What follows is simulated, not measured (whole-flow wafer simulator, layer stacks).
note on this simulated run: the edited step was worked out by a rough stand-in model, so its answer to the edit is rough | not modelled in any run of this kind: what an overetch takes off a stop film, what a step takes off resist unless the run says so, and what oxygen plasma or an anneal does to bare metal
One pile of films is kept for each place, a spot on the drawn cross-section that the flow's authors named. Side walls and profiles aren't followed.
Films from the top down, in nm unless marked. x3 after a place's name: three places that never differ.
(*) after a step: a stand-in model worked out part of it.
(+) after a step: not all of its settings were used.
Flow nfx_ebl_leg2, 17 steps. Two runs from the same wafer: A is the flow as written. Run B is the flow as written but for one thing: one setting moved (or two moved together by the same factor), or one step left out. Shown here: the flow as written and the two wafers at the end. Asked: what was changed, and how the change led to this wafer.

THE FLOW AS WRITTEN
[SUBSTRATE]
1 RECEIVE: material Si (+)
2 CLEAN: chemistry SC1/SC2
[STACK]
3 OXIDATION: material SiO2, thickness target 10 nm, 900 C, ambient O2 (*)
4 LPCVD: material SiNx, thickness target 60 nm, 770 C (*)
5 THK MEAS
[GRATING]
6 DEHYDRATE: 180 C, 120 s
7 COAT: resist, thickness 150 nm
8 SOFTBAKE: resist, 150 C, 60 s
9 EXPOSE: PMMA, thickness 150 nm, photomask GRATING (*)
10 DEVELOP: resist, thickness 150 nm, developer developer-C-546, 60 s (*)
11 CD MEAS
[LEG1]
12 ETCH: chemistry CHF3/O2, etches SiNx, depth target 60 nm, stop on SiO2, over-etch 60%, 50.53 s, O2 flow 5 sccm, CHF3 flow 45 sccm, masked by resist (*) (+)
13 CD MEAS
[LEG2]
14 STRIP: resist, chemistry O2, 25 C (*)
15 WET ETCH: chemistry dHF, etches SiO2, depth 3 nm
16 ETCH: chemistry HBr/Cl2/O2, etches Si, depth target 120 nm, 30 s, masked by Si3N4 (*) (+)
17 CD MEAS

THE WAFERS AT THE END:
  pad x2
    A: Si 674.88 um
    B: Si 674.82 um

The cause: step 16, ETCH: depth target 174 nm was run, where the flow has depth target 120 nm.

How the change led to this, step by step:
  16 ETCH: chemistry HBr/Cl2/O2, etches Si, depth target 120 nm, 30 s, masked by Si3N4 (*) (+)
      pad x2: A Si -120 | B Si -174
